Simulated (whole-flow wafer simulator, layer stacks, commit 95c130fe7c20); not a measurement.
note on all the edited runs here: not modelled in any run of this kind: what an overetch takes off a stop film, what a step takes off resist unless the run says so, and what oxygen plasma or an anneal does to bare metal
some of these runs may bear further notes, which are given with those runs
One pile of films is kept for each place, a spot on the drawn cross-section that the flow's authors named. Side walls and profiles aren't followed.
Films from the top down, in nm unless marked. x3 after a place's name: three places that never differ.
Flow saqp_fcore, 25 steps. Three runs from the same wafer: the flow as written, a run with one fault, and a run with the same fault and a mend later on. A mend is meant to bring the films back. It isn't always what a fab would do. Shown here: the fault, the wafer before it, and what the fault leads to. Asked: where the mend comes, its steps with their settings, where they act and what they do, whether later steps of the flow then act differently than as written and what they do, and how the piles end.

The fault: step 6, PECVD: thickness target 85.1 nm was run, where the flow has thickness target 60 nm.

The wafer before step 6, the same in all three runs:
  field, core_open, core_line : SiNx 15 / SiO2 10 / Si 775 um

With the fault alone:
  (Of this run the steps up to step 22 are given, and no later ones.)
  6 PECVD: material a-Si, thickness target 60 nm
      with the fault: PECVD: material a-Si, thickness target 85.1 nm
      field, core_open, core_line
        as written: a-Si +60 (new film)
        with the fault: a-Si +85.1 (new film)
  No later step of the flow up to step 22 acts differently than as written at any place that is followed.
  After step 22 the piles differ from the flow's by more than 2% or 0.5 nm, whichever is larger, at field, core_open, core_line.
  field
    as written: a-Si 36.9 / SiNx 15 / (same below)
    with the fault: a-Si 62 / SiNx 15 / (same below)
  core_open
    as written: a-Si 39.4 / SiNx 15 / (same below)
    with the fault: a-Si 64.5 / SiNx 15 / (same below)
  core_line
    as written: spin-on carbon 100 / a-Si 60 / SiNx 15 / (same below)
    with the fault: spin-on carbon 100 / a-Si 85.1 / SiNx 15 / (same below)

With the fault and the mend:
  The mend comes after step 7.
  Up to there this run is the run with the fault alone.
  7a ETCH: chemistry tmah, depth target 97.86 nm
      field, core_open, core_line
        a-Si -85.1 (all of it)
  7b PECVD: material a-Si, thickness target 60 nm (the flow's step 6 once more)
      field, core_open, core_line
        a-Si +60 (new film)
  No later step of the flow acts differently than as written at any place that is followed.
  At the end the piles are the same as the flow's at every place that both follow.
